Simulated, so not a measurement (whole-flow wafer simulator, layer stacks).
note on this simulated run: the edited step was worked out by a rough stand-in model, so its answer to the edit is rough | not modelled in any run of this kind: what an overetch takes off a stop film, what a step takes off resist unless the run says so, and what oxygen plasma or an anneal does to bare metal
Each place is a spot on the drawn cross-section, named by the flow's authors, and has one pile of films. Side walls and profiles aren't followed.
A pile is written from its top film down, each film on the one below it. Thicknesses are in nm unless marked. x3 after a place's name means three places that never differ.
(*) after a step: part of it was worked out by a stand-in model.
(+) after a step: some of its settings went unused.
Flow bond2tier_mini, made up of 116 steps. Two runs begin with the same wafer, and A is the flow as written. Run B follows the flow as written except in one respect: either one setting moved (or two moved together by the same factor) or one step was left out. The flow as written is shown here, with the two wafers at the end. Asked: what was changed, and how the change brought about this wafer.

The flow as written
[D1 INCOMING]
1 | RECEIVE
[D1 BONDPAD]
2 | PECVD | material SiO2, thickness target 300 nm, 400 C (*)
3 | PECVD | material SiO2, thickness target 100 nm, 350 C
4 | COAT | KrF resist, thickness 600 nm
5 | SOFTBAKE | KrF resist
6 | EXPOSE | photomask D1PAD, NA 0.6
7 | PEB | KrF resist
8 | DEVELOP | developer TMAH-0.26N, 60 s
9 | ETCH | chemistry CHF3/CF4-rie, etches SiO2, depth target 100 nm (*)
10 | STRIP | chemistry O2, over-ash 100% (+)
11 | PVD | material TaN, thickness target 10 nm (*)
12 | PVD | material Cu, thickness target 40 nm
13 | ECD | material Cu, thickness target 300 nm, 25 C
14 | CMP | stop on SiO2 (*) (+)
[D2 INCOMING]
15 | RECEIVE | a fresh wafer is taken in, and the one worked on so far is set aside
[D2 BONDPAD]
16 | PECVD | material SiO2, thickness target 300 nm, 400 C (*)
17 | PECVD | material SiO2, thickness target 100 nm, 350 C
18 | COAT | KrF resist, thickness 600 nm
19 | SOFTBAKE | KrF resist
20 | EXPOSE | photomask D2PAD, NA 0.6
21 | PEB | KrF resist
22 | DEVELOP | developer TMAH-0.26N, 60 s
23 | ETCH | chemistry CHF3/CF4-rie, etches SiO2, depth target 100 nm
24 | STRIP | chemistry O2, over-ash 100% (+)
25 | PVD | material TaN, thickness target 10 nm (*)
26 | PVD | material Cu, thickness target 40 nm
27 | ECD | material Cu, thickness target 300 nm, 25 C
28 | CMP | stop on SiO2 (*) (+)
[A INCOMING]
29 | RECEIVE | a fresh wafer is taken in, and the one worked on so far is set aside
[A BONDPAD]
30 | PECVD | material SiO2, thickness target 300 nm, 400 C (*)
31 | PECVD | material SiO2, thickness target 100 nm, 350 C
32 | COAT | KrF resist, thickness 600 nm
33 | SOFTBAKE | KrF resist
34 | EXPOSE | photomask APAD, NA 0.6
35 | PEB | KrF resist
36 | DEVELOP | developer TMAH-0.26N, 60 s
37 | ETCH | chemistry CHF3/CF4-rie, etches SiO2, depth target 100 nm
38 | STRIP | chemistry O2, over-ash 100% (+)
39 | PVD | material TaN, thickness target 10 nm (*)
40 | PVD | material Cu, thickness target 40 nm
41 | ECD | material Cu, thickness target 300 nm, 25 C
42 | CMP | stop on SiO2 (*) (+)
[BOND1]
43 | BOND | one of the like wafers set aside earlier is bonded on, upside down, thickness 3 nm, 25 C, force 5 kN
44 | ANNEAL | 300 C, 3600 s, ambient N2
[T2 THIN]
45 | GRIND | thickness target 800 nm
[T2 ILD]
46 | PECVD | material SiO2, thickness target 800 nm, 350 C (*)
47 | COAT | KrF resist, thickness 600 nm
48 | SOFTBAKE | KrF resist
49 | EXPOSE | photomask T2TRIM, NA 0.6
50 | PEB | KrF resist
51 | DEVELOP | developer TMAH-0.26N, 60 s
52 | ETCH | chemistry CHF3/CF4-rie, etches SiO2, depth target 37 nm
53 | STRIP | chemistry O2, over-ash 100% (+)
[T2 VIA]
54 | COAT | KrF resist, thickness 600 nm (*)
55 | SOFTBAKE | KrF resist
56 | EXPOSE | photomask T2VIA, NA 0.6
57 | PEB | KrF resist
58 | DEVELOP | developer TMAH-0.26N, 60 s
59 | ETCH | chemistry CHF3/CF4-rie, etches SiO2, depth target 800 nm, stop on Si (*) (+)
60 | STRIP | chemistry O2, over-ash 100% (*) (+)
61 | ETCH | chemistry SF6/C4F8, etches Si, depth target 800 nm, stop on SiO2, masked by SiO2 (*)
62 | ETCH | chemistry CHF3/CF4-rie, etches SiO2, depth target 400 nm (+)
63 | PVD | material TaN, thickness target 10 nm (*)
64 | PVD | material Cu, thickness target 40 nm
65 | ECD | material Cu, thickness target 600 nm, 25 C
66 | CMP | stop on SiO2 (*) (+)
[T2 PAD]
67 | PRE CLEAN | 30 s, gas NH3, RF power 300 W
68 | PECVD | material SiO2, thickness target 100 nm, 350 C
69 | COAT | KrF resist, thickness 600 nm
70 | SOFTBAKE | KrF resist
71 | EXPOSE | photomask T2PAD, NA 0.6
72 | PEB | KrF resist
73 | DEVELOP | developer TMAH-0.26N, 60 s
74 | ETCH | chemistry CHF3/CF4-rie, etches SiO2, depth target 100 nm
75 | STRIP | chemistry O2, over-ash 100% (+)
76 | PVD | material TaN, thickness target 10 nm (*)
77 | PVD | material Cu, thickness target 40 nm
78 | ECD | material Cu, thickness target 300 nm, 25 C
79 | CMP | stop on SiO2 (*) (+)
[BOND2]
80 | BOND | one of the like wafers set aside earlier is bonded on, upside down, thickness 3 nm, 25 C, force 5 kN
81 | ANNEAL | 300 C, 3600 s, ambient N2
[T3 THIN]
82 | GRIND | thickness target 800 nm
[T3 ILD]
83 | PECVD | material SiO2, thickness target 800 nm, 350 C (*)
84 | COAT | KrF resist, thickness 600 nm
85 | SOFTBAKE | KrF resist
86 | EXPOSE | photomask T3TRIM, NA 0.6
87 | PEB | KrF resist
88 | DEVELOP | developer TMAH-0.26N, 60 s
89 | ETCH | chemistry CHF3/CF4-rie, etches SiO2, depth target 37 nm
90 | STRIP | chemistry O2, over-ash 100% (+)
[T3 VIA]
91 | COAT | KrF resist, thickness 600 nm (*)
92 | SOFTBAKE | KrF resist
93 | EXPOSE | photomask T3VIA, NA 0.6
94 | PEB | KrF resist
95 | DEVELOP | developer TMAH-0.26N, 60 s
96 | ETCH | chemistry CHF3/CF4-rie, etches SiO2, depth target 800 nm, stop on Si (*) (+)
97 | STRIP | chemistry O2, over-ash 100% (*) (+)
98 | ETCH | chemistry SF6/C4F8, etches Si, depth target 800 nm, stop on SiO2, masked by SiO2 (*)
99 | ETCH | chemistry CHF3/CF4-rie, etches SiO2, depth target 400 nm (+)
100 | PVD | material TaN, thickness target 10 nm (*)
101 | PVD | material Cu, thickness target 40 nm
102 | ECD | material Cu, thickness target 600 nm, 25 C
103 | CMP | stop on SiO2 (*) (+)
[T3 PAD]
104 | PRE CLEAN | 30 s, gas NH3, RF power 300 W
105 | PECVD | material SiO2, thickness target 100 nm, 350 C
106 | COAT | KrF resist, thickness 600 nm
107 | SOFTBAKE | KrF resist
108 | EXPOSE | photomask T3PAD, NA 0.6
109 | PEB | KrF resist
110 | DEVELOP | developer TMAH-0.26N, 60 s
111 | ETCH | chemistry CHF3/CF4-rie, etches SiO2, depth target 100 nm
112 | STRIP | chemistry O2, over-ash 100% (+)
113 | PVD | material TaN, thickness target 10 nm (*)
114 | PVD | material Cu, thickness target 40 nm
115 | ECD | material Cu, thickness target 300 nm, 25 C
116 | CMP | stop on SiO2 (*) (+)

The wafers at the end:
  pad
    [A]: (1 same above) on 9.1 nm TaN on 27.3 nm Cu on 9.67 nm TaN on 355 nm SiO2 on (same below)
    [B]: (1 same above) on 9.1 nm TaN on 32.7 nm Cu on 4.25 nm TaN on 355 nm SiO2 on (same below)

What caused this: step 100, PVD: thickness target 4.4 nm was run, whereas the flow has thickness target 10 nm.

Step by step, how the change led to this:
  100 | PVD | material TaN, thickness target 10 nm (*)
      field: A TaN gains 10 (new film) | B TaN gains 4.4 (new film)
      pad: A TaN gains 9.67 (new film) | B TaN gains 4.25 (new film)
  103 | CMP | stop on SiO2 (*) (+)
      field: A Cu loses 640 (all of it), TaN loses 10 (all of it) | B Cu loses 640 (all of it), TaN loses 4.4 (all of it)
